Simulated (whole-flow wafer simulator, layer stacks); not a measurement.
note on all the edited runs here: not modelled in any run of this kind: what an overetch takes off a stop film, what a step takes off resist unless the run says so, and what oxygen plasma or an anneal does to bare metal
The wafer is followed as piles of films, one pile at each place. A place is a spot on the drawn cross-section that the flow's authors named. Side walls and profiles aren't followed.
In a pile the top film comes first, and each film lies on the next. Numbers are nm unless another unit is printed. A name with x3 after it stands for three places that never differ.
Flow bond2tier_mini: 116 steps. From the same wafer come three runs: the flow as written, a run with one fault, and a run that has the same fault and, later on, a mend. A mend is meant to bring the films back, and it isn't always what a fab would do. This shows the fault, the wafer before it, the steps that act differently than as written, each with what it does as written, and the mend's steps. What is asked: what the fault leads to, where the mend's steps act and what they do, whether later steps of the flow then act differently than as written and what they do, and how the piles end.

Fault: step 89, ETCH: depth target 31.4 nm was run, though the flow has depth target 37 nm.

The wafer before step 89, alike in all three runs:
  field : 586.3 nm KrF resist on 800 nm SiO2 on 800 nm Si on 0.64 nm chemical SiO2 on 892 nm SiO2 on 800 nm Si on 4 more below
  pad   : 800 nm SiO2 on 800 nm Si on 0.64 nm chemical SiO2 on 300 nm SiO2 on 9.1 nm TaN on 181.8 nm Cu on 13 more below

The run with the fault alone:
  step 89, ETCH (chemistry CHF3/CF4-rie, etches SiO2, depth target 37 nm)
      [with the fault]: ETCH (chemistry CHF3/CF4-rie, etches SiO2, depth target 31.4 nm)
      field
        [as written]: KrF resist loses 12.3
        [with the fault]: KrF resist loses 10.5
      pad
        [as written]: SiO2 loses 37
        [with the fault]: SiO2 loses 31.4
  Later steps of the flow that are run all act as written at every place that is followed, up to a difference of at most 2% or 0.5 nm, whichever is larger.
  By the end, the piles at pad depart from the flow's by more than 2% or 0.5 nm, whichever is larger.
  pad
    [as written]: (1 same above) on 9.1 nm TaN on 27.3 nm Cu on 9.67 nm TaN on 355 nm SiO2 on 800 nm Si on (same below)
    [with the fault]: (1 same above) on 9.1 nm TaN on 21.7 nm Cu on 9.72 nm TaN on 360.6 nm SiO2 on 800 nm Si on (same below)

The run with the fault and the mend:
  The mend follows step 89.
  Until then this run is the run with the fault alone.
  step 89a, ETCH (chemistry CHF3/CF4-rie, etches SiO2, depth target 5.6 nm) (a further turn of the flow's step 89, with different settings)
      field
        KrF resist loses 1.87
      pad
        SiO2 loses 5.6
  Later steps of the flow that are run all act as written at every place that is followed.
  The piles end the same as the flow's at every place that both follow.
